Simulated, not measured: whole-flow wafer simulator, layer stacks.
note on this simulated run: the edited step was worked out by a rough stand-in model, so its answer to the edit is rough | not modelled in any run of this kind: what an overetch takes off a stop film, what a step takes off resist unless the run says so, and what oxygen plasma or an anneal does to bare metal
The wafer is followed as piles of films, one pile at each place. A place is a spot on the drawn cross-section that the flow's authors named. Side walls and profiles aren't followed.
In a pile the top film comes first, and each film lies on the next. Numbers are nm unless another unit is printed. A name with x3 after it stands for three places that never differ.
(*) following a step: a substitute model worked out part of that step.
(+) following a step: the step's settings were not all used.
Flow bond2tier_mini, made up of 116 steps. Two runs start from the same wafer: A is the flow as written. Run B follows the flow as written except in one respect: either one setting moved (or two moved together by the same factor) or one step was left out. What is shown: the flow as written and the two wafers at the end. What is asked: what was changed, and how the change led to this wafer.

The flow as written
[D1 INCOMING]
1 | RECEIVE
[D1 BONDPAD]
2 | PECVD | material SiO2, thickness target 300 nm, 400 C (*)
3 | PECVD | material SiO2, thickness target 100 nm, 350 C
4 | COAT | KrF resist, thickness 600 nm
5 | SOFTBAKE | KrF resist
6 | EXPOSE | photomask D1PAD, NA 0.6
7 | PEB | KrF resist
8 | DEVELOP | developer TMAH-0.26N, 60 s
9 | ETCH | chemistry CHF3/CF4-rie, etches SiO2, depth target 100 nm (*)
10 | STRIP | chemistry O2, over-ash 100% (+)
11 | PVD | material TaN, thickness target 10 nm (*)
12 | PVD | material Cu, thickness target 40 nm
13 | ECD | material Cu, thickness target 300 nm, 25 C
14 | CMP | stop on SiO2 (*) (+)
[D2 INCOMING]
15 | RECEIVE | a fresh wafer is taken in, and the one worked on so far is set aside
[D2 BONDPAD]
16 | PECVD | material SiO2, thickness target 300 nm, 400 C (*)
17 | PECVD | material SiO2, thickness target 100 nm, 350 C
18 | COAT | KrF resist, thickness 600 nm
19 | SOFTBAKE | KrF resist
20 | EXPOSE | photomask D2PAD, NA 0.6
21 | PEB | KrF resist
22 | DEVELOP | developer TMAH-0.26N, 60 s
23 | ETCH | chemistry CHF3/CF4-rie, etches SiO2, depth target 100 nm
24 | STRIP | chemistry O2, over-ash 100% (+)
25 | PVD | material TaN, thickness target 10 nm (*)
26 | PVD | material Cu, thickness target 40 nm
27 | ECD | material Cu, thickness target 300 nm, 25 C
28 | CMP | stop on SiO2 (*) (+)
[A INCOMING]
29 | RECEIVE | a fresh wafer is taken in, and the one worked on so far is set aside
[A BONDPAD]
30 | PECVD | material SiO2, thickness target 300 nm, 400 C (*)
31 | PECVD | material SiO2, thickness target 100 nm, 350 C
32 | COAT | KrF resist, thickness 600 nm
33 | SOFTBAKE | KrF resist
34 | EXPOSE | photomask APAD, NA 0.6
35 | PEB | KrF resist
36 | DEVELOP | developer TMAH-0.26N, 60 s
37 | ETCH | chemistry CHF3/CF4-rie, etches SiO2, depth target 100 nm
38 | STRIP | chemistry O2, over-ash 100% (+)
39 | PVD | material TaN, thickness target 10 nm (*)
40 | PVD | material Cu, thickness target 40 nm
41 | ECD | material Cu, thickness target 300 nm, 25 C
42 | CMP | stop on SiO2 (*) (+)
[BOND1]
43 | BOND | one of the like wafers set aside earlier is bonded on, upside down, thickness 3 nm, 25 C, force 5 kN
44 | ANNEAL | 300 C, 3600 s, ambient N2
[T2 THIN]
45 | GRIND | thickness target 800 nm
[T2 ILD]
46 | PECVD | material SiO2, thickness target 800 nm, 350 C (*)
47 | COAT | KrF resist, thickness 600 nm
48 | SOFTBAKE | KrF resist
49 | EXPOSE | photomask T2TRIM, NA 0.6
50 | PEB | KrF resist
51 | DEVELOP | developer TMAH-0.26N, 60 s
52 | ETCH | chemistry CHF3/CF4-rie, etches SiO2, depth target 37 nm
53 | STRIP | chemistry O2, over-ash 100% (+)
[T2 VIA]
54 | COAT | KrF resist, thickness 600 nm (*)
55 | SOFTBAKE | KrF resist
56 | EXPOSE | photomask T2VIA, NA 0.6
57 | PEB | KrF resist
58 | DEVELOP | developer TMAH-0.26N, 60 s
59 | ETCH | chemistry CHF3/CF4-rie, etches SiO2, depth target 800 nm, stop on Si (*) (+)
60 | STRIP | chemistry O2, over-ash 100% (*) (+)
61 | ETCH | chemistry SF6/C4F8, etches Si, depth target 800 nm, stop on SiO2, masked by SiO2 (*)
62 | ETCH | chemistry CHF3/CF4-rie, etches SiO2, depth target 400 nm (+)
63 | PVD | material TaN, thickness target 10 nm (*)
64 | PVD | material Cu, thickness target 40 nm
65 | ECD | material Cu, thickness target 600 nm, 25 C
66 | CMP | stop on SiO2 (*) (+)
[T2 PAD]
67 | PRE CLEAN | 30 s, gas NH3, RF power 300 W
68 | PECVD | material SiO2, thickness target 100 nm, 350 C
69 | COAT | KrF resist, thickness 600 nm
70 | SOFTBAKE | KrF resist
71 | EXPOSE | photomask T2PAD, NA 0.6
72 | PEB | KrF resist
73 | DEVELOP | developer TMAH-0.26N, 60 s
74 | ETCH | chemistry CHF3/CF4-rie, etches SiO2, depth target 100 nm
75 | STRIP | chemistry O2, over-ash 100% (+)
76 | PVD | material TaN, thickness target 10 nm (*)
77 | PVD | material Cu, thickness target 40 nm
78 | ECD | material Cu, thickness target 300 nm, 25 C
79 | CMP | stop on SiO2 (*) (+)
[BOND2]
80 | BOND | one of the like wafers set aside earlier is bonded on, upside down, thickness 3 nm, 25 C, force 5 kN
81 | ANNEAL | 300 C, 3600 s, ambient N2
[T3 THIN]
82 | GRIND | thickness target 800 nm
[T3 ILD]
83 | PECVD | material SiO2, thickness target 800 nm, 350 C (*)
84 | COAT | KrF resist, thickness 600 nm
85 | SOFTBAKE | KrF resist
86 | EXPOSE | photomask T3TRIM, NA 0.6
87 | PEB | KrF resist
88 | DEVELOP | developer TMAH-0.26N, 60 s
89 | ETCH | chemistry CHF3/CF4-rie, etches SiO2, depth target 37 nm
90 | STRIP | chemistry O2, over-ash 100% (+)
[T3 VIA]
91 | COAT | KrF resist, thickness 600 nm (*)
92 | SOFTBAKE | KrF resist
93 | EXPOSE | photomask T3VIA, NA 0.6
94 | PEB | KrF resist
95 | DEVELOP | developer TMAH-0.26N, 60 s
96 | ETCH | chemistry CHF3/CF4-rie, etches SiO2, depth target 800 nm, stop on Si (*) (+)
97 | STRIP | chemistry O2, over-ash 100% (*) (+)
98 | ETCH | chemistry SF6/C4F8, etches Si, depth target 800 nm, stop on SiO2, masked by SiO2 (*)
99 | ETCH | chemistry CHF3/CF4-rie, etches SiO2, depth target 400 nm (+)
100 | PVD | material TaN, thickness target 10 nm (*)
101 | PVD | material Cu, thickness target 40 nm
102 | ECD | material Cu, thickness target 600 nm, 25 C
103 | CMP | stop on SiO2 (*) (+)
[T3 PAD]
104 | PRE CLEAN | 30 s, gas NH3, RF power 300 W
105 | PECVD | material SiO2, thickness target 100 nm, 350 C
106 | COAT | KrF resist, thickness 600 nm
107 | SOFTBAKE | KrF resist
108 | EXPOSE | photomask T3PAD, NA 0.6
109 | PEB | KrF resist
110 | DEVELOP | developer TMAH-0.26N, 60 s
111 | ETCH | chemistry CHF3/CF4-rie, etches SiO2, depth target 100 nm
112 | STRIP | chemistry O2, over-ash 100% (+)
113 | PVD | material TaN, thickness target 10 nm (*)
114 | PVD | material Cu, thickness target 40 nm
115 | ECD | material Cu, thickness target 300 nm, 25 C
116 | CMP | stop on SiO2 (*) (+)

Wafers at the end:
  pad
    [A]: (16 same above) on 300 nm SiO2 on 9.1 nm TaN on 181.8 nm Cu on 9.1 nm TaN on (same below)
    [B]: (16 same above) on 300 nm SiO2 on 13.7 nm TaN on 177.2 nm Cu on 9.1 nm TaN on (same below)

The reason: step 11, PVD: thickness target 15 nm was run, while the flow as written has thickness target 10 nm.

Step by step, how the change led to this:
  11 | PVD | material TaN, thickness target 10 nm (*)
      field: A +10 TaN (new film) | B +15 TaN (new film)
      pad: A +9.1 TaN (new film) | B +13.7 TaN (new film)
      (and at 1 other place as well)
  14 | CMP | stop on SiO2 (*) (+)
      field: A -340 Cu (all of it), -10 TaN (all of it) | B -340 Cu (all of it), -15 TaN (all of it)
  43 | BOND | one of the like wafers set aside earlier is bonded on, upside down, thickness 3 nm, 25 C, force 5 kN
      pad: A +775 um Si (new film), +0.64 chemical SiO2 (new film), +300 SiO2 (new film), +9.1 TaN (new film), +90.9 Cu | B +775 um Si (new film), +0.64 chemical SiO2 (new film), +300 SiO2 (new film), +13.7 TaN (new film), +86.3 Cu
      via: A +775 um Si (new film), +0.64 chemical SiO2 (new film), +300 SiO2 (new film), +9.97 TaN (new film), +90 Cu | B +775 um Si (new film), +0.64 chemical SiO2 (new film), +300 SiO2 (new film), +15 TaN (new film), +85 Cu
